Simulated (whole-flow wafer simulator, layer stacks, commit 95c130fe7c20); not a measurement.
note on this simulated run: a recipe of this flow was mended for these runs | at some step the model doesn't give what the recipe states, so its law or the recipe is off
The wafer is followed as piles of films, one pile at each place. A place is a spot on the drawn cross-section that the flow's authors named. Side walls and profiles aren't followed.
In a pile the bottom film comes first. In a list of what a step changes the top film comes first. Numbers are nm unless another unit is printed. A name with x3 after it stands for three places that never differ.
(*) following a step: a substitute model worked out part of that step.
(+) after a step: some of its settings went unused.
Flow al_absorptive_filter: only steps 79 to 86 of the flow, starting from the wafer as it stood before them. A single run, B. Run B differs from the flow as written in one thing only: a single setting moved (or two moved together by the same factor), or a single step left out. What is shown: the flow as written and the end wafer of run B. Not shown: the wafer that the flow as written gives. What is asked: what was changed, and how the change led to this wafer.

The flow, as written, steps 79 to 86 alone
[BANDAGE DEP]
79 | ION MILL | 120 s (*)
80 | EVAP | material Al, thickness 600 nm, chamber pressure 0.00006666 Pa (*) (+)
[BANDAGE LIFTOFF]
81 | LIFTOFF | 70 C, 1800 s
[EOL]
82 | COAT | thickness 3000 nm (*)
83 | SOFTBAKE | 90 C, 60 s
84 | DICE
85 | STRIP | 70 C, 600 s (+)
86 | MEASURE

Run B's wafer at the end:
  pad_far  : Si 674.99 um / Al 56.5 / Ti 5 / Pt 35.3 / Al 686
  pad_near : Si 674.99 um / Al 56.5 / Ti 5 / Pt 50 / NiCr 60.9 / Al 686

The reason: step 80, EVAP: thickness 686 nm was run, whereas the flow has thickness 600 nm.
One can read it off the wafer: pad_far has Al 686, and step 80 as written asks for 600 nm.

Step by step, how the change led to this:
  80 | EVAP | material Al, thickness 600 nm, chamber pressure 0.00006666 Pa (*) (+)
      gnd, pad_far, pad_near and 11 more: +686 Al (new film) (in the flow as written it would be: +600 Al (new film))
  81 | LIFTOFF | 70 C, 1800 s
      xa_field, xl_land, idc_field: -686 Al (all of it), -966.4 i-line-resist (all of it), -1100 lift-off-underlayer (all of it), -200 acrylic-e-beam-resist (all of it) (in the flow as written it would be: -600 Al (all of it), -966.4 i-line-resist (all of it), -1100 lift-off-underlayer (all of it), -200 acrylic-e-beam-resist (all of it))
      gnd: -686 Al (all of it), -968.3 i-line-resist (all of it), -1103.3 lift-off-underlayer (all of it), -200.9 acrylic-e-beam-resist (all of it) (in the flow as written it would be: -600 Al (all of it), -968.3 i-line-resist (all of it), -1103.3 lift-off-underlayer (all of it), -200.9 acrylic-e-beam-resist (all of it))
      (also at 8 further places)
  82 | COAT | thickness 3000 nm (*)
      pad_far: +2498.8 i-line-resist (new film) (in the flow as written it would be: +2560.9 i-line-resist (new film))
      pad_near: +2417.8 i-line-resist (new film) (in the flow as written it would be: +2480.3 i-line-resist (new film))
  83 | SOFTBAKE | 90 C, 60 s
      gnd: +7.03 i-line-resist (in the flow as written it would be: +6.13 i-line-resist)
      pad_far: -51 i-line-resist (in the flow as written it would be: -44.2 i-line-resist)
      (also at 2 further places)
  85 | STRIP | 70 C, 600 s (+)
      pad_far: -2447.8 i-line-resist (all of it) (in the flow as written it would be: -2516.7 i-line-resist (all of it))
      pad_near: -2370.2 i-line-resist (all of it) (in the flow as written it would be: -2439.3 i-line-resist (all of it))
